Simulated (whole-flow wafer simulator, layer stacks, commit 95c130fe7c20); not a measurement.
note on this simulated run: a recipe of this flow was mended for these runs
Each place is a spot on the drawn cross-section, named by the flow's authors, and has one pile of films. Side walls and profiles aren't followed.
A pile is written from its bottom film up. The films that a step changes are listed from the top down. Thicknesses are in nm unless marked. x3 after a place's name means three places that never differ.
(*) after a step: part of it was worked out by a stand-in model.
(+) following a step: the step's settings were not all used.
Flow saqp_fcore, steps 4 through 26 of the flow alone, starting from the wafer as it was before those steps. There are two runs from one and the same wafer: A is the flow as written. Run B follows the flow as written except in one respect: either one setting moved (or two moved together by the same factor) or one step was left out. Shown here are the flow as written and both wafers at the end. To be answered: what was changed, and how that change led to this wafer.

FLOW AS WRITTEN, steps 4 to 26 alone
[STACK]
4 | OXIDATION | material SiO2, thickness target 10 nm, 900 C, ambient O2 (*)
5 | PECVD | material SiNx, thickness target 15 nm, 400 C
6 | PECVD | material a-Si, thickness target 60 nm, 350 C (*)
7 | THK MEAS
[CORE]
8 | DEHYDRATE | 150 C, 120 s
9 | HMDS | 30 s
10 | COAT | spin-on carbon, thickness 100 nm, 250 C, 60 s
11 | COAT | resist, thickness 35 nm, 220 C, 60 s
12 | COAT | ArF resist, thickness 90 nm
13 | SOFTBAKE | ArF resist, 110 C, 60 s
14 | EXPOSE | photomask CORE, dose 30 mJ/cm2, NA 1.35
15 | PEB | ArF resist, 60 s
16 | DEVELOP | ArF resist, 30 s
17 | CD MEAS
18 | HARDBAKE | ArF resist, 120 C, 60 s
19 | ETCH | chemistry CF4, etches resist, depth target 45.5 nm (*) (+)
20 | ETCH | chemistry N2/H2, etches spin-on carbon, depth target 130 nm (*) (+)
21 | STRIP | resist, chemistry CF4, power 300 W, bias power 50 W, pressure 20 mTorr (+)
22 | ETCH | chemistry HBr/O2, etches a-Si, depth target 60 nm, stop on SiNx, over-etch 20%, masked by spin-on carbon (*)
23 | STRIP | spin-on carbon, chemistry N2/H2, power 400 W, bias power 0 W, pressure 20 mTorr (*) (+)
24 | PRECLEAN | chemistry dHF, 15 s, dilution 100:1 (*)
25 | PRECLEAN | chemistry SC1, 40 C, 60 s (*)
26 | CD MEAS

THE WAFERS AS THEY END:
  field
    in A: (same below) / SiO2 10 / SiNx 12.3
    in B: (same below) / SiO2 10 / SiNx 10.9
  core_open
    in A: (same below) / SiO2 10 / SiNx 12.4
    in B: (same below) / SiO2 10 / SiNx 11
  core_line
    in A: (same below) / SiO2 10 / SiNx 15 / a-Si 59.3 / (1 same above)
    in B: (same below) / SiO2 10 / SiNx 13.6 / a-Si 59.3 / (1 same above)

The reason: step 5, PECVD: thickness target 13.6 nm was run, whereas the flow has thickness target 15 nm.
One can read it off the wafer: core_line has SiNx 13.6, and step 5 as written asks for 15 nm.

Step by step, how the change led to this:
  5 | PECVD | material SiNx, thickness target 15 nm, 400 C
      field, core_open, core_line: A SiNx gains 15 (new film) | B SiNx gains 13.6 (new film)
